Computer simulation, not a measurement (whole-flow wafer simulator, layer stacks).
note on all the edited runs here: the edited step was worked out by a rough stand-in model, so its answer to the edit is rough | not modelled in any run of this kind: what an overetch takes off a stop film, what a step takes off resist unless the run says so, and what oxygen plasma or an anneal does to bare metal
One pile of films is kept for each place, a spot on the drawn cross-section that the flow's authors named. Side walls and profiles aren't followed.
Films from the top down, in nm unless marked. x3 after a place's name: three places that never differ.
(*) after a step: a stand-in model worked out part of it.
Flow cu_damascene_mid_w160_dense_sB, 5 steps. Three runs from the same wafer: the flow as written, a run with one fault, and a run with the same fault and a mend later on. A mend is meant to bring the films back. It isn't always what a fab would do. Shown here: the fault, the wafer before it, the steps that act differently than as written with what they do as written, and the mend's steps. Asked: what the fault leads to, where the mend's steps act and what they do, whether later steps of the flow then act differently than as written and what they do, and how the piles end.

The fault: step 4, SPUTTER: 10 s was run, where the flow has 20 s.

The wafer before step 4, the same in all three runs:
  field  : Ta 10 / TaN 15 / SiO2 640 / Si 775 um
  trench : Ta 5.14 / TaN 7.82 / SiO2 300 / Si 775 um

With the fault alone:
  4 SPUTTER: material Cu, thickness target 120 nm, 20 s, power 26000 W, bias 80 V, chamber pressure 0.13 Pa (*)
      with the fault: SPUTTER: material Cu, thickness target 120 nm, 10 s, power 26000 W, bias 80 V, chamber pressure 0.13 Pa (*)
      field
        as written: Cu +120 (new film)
        with the fault: Cu +60 (new film)
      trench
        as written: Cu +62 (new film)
        with the fault: Cu +31 (new film)
  Later steps of the flow that act differently than as written:
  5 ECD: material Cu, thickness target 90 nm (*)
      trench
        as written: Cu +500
        with the fault: Cu +471
  At the end the piles differ from the flow's by more than 2% or 0.5 nm, whichever is larger, at field, trench.
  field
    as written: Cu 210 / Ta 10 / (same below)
    with the fault: Cu 150 / Ta 10 / (same below)
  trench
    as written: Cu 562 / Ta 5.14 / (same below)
    with the fault: Cu 502 / Ta 5.14 / (same below)

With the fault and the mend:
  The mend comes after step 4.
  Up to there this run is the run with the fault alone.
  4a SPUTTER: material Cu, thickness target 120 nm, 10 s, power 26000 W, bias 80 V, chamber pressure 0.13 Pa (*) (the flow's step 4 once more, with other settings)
      field
        Cu +60
      trench
        Cu +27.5
  No later step of the flow acts differently than as written, at any place that is followed, by more than 2% or 0.5 nm, whichever is larger.
  At the end the piles are the same as the flow's at every place that both follow.
